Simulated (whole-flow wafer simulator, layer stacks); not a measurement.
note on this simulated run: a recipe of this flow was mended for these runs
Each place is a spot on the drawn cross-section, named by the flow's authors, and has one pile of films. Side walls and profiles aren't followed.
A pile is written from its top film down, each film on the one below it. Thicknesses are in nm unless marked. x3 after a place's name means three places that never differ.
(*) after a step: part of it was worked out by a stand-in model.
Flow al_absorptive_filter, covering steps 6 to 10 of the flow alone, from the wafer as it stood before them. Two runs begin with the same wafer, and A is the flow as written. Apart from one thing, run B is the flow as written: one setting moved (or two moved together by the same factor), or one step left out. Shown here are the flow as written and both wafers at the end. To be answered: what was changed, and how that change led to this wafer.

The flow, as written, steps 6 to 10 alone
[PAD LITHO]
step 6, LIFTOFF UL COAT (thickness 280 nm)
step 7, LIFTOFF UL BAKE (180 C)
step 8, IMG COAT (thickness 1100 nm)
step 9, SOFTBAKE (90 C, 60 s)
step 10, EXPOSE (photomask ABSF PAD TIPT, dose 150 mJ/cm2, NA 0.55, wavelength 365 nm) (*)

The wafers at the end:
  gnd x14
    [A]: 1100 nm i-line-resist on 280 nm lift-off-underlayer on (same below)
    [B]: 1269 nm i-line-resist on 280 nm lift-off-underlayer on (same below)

Cause: step 8, IMG COAT: thickness 1269 nm was run, though the flow has thickness 1100 nm.
One can read it off the wafer: gnd x14 has i-line-resist 1269, and step 8 as written asks for 1100 nm.

How this came from the change, step by step:
  step 8, IMG COAT (thickness 1100 nm)
      gnd x14: A +1100 i-line-resist (new film) | B +1269 i-line-resist (new film)
